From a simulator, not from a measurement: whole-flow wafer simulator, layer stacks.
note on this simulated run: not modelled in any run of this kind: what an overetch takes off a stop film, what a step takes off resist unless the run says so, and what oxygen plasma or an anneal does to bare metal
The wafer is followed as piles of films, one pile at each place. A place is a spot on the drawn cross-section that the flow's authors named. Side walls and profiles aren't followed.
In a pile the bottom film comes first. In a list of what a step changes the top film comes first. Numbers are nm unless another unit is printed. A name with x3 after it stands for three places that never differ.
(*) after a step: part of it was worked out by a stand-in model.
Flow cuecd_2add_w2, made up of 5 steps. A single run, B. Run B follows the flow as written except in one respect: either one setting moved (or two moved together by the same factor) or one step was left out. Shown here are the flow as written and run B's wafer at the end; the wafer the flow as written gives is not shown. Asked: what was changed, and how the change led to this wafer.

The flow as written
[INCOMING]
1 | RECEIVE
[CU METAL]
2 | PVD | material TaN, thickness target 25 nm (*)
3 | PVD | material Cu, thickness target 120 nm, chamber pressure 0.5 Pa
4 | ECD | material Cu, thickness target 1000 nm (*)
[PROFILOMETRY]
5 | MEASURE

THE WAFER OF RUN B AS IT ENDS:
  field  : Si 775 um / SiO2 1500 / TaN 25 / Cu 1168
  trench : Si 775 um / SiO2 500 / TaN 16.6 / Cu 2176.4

What caused this: step 3, PVD: thickness target 168 nm was run, though the flow has thickness target 120 nm.

Step by step, how the change led to this:
  3 | PVD | material Cu, thickness target 120 nm, chamber pressure 0.5 Pa
      field: Cu gains 168 (new film) (in the flow as written it would be: Cu gains 120 (new film))
      trench: Cu gains 112.8 (new film) (in the flow as written it would be: Cu gains 80.8 (new film))
